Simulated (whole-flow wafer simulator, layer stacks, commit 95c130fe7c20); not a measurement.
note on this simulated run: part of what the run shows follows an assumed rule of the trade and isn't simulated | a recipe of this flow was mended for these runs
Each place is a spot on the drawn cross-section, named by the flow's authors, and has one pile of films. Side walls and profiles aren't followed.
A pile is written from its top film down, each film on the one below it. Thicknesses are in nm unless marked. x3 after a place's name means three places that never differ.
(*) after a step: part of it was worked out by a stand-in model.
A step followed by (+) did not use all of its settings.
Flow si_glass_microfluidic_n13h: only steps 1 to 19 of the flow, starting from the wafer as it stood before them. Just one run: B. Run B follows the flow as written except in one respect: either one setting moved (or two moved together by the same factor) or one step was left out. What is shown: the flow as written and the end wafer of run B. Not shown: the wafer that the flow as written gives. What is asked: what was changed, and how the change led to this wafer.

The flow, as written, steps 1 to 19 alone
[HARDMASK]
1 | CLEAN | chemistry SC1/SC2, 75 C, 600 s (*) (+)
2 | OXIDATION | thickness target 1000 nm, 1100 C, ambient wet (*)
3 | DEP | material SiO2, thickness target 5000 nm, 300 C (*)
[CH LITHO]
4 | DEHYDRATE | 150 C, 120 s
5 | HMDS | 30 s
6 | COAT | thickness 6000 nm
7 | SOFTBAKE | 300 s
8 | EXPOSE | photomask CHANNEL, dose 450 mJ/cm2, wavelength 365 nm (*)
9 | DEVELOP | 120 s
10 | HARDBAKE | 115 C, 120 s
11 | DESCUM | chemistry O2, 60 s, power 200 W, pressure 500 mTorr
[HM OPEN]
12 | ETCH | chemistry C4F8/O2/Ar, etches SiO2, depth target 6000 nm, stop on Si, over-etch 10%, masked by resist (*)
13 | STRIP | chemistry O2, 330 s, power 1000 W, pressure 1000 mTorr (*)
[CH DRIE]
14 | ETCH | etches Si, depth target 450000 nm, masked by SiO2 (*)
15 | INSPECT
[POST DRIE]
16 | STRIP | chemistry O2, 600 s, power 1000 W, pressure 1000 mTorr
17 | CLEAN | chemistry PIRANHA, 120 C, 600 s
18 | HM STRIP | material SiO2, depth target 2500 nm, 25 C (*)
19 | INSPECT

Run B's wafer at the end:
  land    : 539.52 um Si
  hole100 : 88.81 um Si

What caused this: step 2, OXIDATION: thickness target 1072 nm was run, while the flow as written has thickness target 1000 nm.

How this came from the change, step by step:
  2 | OXIDATION | thickness target 1000 nm, 1100 C, ambient wet (*)
      land, hole100: SiO2 gains 1072 (new film), chemical SiO2 loses 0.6 (all of it), Si loses 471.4 (in the flow as written it would be: SiO2 gains 1000 (new film), chemical SiO2 loses 0.6 (all of it), Si loses 439.7)
  12 | ETCH | chemistry C4F8/O2/Ar, etches SiO2, depth target 6000 nm, stop on Si, over-etch 10%, masked by resist (*)
      hole100: SiO2 loses 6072 (all of it), Si loses 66 (in the flow as written it would be: SiO2 loses 6000 (all of it), Si loses 75)
  18 | HM STRIP | material SiO2, depth target 2500 nm, 25 C (*)
      land: SiO2 loses 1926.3 (all of it) (in the flow as written it would be: SiO2 loses 1854.4 (all of it))
